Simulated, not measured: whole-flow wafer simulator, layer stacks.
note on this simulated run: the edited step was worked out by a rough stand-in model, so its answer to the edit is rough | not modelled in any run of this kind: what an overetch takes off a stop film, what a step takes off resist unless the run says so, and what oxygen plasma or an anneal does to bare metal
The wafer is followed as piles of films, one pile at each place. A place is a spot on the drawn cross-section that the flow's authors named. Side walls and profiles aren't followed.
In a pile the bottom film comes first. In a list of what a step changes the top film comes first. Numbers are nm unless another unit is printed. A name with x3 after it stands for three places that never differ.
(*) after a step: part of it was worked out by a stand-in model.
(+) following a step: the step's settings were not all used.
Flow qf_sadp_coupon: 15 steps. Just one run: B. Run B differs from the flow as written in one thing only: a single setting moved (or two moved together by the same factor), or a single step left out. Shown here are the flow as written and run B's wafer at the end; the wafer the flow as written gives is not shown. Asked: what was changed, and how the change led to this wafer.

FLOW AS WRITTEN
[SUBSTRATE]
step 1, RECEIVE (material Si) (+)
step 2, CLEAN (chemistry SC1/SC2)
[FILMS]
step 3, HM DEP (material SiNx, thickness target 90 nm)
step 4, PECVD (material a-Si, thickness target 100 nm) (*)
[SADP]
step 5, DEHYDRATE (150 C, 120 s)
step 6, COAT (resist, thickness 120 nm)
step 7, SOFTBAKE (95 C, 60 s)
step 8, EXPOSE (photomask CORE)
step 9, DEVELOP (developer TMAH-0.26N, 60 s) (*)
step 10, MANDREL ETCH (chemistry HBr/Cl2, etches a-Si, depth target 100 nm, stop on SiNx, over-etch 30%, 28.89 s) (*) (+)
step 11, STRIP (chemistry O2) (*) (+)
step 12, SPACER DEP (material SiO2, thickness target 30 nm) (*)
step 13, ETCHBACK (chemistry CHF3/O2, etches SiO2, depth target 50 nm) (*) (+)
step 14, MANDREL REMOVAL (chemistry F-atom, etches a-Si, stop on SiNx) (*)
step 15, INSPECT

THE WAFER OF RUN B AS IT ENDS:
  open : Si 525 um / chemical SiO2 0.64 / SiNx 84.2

What caused this: step 13, ETCHBACK: depth target 31.6 nm was run, whereas the flow has depth target 50 nm.

Step by step, how the change led to this:
  step 13, ETCHBACK (chemistry CHF3/O2, etches SiO2, depth target 50 nm) (*) (+)
      m: -30 SiO2 (all of it), -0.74 chemical SiO2 (all of it), -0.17 a-Si (as written it would have been: -30 SiO2 (all of it), -0.74 chemical SiO2 (all of it), -3.85 a-Si)
      open: -30 SiO2 (all of it), -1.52 SiNx (as written it would have been: -30 SiO2 (all of it), -19 SiNx)
  step 14, MANDREL REMOVAL (chemistry F-atom, etches a-Si, stop on SiNx) (*)
      m: -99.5 a-Si (all of it) (as written it would have been: -95.8 a-Si (all of it))
